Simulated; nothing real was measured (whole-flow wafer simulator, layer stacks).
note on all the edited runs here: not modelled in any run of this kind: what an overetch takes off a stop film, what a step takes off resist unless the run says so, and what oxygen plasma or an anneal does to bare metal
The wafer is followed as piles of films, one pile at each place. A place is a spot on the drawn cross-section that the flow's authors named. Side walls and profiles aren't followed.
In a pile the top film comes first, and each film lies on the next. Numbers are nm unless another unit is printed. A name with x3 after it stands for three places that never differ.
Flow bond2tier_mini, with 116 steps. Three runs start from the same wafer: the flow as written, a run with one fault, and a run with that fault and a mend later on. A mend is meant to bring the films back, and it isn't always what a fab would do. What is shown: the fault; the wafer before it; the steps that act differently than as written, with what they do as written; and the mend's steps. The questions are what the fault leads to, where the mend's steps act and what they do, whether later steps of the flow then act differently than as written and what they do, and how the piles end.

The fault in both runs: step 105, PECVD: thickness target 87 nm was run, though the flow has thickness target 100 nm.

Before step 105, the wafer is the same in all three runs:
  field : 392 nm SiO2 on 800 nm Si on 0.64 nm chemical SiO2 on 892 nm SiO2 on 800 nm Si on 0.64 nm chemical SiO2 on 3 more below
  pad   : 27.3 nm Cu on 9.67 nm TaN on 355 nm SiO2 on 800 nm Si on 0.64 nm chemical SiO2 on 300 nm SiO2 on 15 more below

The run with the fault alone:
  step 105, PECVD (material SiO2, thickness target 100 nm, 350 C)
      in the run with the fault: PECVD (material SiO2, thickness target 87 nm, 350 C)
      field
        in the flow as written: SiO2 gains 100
        in the run with the fault: SiO2 gains 87
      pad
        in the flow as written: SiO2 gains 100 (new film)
        in the run with the fault: SiO2 gains 87 (new film)
  Later steps of the flow acting differently than as written (2 other steps are not shown; they differ only slightly, by no more than 2% or 0.5 nm, whichever is larger):
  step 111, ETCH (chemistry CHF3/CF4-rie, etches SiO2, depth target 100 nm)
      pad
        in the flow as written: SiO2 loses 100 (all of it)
        in the run with the fault: SiO2 loses 87 (all of it), Cu loses 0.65
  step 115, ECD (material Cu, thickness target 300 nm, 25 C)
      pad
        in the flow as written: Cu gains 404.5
        in the run with the fault: Cu gains 391.6
  At field, pad, the piles at the end differ from the flow's by more than 2% or 0.5 nm, whichever is larger.
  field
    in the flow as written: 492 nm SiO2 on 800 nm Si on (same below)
    in the run with the fault: 479 nm SiO2 on 800 nm Si on (same below)
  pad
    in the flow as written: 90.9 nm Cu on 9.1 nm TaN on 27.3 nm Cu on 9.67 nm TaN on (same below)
    in the run with the fault: 78.4 nm Cu on 9.25 nm TaN on 26.7 nm Cu on 9.67 nm TaN on (same below)

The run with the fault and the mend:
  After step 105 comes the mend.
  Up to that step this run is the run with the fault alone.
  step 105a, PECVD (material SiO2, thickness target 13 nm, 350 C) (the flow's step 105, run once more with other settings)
      field, pad
        SiO2 gains 13
  Every later step of the flow that is run acts as written at every place that is followed.
  The piles end the same as the flow's at every place that both follow.
